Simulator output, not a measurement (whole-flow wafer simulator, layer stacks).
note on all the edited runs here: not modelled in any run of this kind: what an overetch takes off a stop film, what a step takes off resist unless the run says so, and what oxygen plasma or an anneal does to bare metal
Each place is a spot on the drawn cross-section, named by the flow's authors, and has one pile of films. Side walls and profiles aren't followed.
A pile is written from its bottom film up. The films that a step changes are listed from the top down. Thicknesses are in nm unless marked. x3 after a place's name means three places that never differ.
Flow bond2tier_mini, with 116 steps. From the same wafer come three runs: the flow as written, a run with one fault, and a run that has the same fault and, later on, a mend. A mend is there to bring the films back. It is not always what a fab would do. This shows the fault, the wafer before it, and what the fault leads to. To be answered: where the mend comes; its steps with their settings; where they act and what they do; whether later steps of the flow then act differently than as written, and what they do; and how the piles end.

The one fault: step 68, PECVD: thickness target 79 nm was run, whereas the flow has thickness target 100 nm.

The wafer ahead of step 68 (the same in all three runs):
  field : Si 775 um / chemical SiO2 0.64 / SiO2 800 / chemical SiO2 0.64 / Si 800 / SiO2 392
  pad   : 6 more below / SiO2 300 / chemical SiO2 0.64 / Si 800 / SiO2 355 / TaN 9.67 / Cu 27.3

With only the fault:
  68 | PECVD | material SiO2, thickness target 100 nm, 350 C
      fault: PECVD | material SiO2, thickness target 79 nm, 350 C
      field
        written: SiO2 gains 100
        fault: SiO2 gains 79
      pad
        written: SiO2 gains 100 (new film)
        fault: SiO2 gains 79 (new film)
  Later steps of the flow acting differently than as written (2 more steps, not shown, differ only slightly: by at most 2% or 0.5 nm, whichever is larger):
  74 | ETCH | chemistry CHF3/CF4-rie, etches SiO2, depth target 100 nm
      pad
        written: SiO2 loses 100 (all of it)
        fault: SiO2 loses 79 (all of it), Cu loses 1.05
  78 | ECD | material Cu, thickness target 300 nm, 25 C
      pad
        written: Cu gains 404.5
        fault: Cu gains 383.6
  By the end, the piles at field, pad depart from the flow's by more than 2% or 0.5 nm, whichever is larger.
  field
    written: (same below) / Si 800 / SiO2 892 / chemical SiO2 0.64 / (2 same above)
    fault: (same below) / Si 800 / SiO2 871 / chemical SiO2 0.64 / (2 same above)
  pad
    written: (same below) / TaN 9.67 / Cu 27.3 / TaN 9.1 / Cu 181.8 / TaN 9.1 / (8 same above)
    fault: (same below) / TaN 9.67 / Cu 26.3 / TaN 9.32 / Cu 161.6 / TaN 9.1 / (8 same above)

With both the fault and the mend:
  The mend follows step 68.
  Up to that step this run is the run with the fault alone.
  68a | PECVD | material SiO2, thickness target 21 nm, 350 C (a further turn of the flow's step 68, with different settings)
      field, pad
        SiO2 gains 21
  None of the later steps of the flow acts differently than as written at any place that is followed.
  At every place that both follow, the piles at the end match the flow's.
